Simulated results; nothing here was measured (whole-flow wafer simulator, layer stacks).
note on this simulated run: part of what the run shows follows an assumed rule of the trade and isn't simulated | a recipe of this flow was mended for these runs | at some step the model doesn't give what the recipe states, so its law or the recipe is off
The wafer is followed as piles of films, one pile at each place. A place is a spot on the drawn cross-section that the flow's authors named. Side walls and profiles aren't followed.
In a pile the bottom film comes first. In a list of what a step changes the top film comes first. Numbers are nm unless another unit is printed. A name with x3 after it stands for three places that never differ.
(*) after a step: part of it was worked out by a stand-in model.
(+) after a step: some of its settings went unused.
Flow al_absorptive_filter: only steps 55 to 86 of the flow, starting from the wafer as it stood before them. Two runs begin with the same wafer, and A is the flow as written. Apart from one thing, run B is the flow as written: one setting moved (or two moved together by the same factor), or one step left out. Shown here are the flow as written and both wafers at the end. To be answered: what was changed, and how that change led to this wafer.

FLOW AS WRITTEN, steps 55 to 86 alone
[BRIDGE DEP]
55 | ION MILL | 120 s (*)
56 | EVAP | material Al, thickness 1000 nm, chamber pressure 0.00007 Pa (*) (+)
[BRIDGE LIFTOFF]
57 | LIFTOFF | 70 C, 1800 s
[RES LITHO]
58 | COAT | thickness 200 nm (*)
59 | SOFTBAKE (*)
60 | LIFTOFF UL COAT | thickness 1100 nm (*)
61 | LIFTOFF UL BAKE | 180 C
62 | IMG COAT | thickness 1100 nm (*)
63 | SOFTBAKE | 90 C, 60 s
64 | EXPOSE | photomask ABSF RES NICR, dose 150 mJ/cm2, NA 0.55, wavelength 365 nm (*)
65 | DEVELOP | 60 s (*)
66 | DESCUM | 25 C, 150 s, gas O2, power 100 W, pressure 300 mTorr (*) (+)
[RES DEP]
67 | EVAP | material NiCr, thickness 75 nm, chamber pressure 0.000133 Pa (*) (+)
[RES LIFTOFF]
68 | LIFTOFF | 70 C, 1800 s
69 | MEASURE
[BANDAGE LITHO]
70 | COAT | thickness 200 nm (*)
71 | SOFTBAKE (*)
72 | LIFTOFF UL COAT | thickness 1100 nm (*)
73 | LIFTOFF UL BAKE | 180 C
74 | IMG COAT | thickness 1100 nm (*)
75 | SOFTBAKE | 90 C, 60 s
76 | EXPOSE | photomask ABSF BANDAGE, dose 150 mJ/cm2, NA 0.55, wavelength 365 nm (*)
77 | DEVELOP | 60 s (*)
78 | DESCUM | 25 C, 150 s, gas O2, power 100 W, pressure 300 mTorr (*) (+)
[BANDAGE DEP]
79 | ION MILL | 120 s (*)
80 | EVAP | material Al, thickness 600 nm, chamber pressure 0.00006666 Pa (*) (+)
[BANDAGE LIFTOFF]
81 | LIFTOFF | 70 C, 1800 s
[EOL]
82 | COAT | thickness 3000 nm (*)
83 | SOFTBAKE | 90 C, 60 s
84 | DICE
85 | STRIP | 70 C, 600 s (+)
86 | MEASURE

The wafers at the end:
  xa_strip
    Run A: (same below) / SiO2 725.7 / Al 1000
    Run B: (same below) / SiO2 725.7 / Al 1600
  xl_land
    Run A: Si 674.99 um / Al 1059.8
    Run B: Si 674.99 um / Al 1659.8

Cause: step 56, EVAP: thickness 1600 nm was run, though the flow has thickness 1000 nm.
One can read it off the wafer: xa_strip has Al 1600, and step 56 as written asks for 1000 nm.

How this came from the change, step by step:
  56 | EVAP | material Al, thickness 1000 nm, chamber pressure 0.00007 Pa (*) (+)
      gnd, pad_far, pad_near and 10 more: A +1000 Al (new film) | B +1600 Al (new film)
      xl_land: A +1000 Al | B +1600 Al
  57 | LIFTOFF | 70 C, 1800 s
      gnd, xa_field, idc_field: A -1000 Al (all of it), -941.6 i-line-resist (all of it), -1600 lift-off-underlayer (all of it), -200 acrylic-e-beam-resist (all of it) | B -1600 Al (all of it), -941.6 i-line-resist (all of it), -1600 lift-off-underlayer (all of it), -200 acrylic-e-beam-resist (all of it)
      pad_far: A -1000 Al (all of it), -940.5 i-line-resist (all of it), -1591.1 lift-off-underlayer (all of it), -198.5 acrylic-e-beam-resist (all of it) | B -1600 Al (all of it), -940.5 i-line-resist (all of it), -1591.1 lift-off-underlayer (all of it), -198.5 acrylic-e-beam-resist (all of it)
      (and at 6 other places as well)
  58 | COAT | thickness 200 nm (*)
      xa_margin: A +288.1 acrylic-e-beam-resist (new film) | B +395.7 acrylic-e-beam-resist (new film)
      xa_strip: A +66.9 acrylic-e-beam-resist (new film) | B +42.9 acrylic-e-beam-resist (new film)
      (and at 1 other place as well)
  60 | LIFTOFF UL COAT | thickness 1100 nm (*)
      xa_margin: A +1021 lift-off-underlayer (new film) | B +1250.9 lift-off-underlayer (new film)
      xa_strip: A +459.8 lift-off-underlayer (new film) | B +335.4 lift-off-underlayer (new film)
  62 | IMG COAT | thickness 1100 nm (*)
      xa_margin: A +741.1 i-line-resist (new film) | B +575.6 i-line-resist (new film)
      xa_strip: A +577.9 i-line-resist (new film) | B +340 i-line-resist (new film)
  63 | SOFTBAKE | 90 C, 60 s
      xa_margin: A -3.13 i-line-resist | B -3.68 i-line-resist
      xa_strip: A -4.64 i-line-resist | B -2.52 i-line-resist
  68 | LIFTOFF | 70 C, 1800 s
      xa_margin: A -75 NiCr (all of it), -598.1 i-line-resist (all of it), -1021 lift-off-underlayer (all of it), -288.1 acrylic-e-beam-resist (all of it) | B -75 NiCr (all of it), -432 i-line-resist (all of it), -1250.9 lift-off-underlayer (all of it), -395.7 acrylic-e-beam-resist (all of it)
      xa_strip: A -75 NiCr (all of it), -433.3 i-line-resist (all of it), -459.8 lift-off-underlayer (all of it), -66.9 acrylic-e-beam-resist (all of it) | B -75 NiCr (all of it), -197.6 i-line-resist (all of it), -335.4 lift-off-underlayer (all of it), -42.9 acrylic-e-beam-resist (all of it)
      (and at 1 other place as well)
  70 | COAT | thickness 200 nm (*)
      xa_margin: A +288.1 acrylic-e-beam-resist (new film) | B +395.7 acrylic-e-beam-resist (new film)
      xa_strip: A +66.9 acrylic-e-beam-resist (new film) | B +42.9 acrylic-e-beam-resist (new film)
      (and at 1 other place as well)
  72 | LIFTOFF UL COAT | thickness 1100 nm (*)
      xa_margin: A +1021 lift-off-underlayer (new film) | B +1250.9 lift-off-underlayer (new film)
      xa_strip: A +459.8 lift-off-underlayer (new film) | B +335.4 lift-off-underlayer (new film)
  74 | IMG COAT | thickness 1100 nm (*)
      xa_margin: A +741.1 i-line-resist (new film) | B +575.6 i-line-resist (new film)
      xa_strip: A +577.9 i-line-resist (new film) | B +340 i-line-resist (new film)
  75 | SOFTBAKE | 90 C, 60 s
      xa_margin: A -3.13 i-line-resist | B -3.68 i-line-resist
      xa_strip: A -4.64 i-line-resist | B -2.52 i-line-resist
  81 | LIFTOFF | 70 C, 1800 s
      xa_margin: A -600 Al (all of it), -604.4 i-line-resist (all of it), -1021 lift-off-underlayer (all of it), -288.1 acrylic-e-beam-resist (all of it) | B -600 Al (all of it), -438.3 i-line-resist (all of it), -1250.9 lift-off-underlayer (all of it), -395.7 acrylic-e-beam-resist (all of it)
      xa_strip: A -600 Al (all of it), -439.6 i-line-resist (all of it), -459.8 lift-off-underlayer (all of it), -66.9 acrylic-e-beam-resist (all of it) | B -600 Al (all of it), -203.9 i-line-resist (all of it), -335.4 lift-off-underlayer (all of it), -42.9 acrylic-e-beam-resist (all of it)
      (and at 1 other place as well)
  82 | COAT | thickness 3000 nm (*)
      xa_margin: A +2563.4 i-line-resist (new film) | B +2701.2 i-line-resist (new film)
      xa_strip: A +1594.3 i-line-resist (new film) | B +1150.9 i-line-resist (new film)
  83 | SOFTBAKE | 90 C, 60 s
      xa_margin: A -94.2 i-line-resist | B -120.1 i-line-resist
      xa_strip: A -117.3 i-line-resist | B -150.3 i-line-resist
      (and at 1 other place as well)
  85 | STRIP | 70 C, 600 s (+)
      xa_margin: A -2469.3 i-line-resist (all of it) | B -2581.1 i-line-resist (all of it)
      xa_strip: A -1477 i-line-resist (all of it) | B -1000.6 i-line-resist (all of it)
